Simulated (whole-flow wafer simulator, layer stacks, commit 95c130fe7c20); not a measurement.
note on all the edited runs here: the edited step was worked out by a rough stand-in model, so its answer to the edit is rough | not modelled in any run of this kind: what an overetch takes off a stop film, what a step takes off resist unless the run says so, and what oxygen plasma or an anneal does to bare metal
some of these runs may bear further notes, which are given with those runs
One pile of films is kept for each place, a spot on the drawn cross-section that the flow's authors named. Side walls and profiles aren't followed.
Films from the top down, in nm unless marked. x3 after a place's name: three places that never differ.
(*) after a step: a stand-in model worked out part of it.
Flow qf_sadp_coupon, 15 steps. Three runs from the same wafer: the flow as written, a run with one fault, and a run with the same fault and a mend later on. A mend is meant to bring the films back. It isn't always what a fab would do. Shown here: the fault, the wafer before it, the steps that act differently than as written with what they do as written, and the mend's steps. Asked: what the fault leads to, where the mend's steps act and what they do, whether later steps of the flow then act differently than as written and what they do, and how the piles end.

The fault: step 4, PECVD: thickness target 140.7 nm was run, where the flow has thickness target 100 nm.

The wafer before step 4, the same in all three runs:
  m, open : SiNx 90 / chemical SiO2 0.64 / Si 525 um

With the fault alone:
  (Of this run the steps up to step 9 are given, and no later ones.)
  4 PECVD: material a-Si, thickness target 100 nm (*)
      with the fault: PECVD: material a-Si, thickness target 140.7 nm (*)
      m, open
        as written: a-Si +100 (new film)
        with the fault: a-Si +140.7 (new film)
  No later step of the flow up to step 9 acts differently than as written at any place that is followed.
  After step 9 the piles differ from the flow's by more than 2% or 0.5 nm, whichever is larger, at m, open.
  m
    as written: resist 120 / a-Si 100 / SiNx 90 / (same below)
    with the fault: resist 120 / a-Si 140.7 / SiNx 90 / (same below)
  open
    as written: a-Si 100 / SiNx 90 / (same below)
    with the fault: a-Si 140.7 / SiNx 90 / (same below)

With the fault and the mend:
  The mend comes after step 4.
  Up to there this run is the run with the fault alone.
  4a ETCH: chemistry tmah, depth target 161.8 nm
      m, open
        a-Si -140.7 (all of it)
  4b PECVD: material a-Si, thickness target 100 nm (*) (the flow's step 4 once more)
      m, open
        a-Si +100 (new film)
  No later step of the flow acts differently than as written at any place that is followed.
  At the end the piles are the same as the flow's at every place that both follow.
